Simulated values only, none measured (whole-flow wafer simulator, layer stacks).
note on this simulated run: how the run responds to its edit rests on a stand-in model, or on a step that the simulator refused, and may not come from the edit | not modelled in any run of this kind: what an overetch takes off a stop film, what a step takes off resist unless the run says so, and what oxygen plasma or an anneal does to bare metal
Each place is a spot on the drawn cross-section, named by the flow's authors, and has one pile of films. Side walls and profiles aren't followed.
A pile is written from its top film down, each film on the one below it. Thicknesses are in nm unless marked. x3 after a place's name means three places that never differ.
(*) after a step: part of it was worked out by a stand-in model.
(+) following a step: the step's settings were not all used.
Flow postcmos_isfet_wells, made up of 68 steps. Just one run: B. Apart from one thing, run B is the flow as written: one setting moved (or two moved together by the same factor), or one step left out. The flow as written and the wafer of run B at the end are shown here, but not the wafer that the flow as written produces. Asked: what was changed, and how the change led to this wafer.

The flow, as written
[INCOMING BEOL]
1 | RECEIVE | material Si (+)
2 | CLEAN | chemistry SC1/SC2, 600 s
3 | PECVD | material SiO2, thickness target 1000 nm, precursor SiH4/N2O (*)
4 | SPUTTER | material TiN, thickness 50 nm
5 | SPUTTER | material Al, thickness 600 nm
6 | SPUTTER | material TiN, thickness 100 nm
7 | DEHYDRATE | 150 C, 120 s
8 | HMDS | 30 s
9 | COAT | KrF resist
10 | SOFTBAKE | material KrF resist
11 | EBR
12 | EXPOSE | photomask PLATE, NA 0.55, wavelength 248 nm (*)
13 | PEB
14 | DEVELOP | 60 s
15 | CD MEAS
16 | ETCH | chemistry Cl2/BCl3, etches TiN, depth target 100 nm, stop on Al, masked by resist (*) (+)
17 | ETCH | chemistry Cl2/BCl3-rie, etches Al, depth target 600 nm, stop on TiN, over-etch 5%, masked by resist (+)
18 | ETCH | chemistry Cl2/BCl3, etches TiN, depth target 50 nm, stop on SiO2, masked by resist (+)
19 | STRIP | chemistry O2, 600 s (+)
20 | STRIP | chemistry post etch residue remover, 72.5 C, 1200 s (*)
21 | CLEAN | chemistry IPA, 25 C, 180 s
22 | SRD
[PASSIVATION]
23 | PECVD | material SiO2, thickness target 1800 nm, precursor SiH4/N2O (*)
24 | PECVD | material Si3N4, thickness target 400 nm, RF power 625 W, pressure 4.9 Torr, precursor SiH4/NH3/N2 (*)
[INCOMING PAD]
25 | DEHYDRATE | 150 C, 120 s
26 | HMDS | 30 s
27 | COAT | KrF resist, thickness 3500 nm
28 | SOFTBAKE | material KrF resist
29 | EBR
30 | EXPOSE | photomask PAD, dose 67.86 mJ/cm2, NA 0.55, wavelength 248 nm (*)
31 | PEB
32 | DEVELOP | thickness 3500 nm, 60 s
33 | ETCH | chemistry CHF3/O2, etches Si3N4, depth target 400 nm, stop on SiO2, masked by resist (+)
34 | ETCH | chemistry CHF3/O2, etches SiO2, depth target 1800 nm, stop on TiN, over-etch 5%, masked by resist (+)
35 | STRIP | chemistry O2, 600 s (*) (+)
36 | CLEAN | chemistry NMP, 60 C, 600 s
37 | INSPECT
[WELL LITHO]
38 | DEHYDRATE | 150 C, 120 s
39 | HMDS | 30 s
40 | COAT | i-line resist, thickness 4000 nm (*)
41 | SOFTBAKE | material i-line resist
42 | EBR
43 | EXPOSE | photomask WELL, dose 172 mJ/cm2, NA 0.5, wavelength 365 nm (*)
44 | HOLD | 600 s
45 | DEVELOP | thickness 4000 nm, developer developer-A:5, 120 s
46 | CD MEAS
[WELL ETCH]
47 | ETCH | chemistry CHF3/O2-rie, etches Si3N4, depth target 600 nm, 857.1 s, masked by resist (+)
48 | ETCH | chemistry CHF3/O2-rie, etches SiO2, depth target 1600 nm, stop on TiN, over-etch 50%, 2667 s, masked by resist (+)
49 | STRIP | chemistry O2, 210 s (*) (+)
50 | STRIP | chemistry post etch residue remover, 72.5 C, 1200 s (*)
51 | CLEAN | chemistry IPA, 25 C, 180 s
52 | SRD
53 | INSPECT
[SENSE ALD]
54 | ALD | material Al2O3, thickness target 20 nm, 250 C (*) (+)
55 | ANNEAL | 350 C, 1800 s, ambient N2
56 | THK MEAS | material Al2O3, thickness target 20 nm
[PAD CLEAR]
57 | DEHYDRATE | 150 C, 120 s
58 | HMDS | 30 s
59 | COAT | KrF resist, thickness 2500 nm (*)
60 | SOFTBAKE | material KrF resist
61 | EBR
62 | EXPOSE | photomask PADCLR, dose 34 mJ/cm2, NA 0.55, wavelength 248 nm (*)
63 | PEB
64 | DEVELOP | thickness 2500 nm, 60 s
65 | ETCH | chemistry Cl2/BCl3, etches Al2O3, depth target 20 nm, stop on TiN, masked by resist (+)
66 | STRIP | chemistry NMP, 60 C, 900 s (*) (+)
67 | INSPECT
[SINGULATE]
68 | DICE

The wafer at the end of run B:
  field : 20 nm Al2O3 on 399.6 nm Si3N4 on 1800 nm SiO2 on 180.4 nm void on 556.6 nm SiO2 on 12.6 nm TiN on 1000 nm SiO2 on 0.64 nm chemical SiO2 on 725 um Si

The reason: step 18, ETCH: depth target 37 nm was run, though the flow has depth target 50 nm.

Step by step, how the change led to this:
  18 | ETCH | chemistry Cl2/BCl3, etches TiN, depth target 50 nm, stop on SiO2, masked by resist (+)
      field: TiN loses 37 (it would be, as written: TiN loses 50 (all of it))
      margin, well900, well1300 x3, pad_rim, pad_clr, pad_open: KrF resist loses 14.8 (it would be, as written: KrF resist loses 20)
  23 | PECVD | material SiO2, thickness target 1800 nm, precursor SiH4/N2O (*)
      field: SiO2 gains 1800 (new film), void gains 180.4 (new film), SiO2 gains 556.6 (new film) (it would be, as written: SiO2 gains 1800 (new film), void gains 189.9 (new film), SiO2 gains 559.7)
If metal films that touch count as one body, field has 1 body; the flow as written gives 0 bodies.
